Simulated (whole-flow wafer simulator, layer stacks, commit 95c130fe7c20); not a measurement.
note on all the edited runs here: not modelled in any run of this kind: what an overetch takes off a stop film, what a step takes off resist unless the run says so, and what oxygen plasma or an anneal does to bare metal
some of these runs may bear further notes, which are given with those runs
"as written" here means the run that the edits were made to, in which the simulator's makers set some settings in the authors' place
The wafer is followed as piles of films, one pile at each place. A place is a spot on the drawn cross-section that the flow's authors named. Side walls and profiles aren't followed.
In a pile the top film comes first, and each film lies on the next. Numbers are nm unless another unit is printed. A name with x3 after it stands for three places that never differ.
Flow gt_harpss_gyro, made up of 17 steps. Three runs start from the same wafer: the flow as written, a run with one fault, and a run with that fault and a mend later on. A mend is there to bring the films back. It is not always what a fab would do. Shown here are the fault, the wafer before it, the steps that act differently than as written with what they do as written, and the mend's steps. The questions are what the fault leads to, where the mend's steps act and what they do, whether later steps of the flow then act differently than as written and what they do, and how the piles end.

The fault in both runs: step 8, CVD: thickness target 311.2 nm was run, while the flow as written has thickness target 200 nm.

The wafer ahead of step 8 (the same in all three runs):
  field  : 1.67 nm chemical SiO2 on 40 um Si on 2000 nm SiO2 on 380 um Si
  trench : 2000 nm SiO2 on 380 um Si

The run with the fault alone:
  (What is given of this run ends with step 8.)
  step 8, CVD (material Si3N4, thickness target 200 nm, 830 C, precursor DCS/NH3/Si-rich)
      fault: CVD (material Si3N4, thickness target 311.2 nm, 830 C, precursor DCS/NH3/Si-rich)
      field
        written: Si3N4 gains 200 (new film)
        fault: Si3N4 gains 311.2 (new film)
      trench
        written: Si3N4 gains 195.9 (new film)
        fault: Si3N4 gains 304.1 (new film)
  The piles after step 8 differ from the flow's at field, trench by more than 2% or 0.5 nm, whichever is larger.
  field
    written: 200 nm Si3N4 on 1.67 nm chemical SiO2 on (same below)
    fault: 311.2 nm Si3N4 on 1.67 nm chemical SiO2 on (same below)
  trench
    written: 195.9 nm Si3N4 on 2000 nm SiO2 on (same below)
    fault: 304.1 nm Si3N4 on 2000 nm SiO2 on (same below)

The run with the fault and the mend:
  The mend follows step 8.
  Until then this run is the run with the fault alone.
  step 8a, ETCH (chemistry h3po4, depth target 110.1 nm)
      field, trench
        Si3N4 loses 110.1
  Every later step of the flow that is run acts as written at every place that is followed.
  The piles end only slightly different from the flow's at the places that both follow, by no more than 2% or 0.5 nm, whichever is larger.
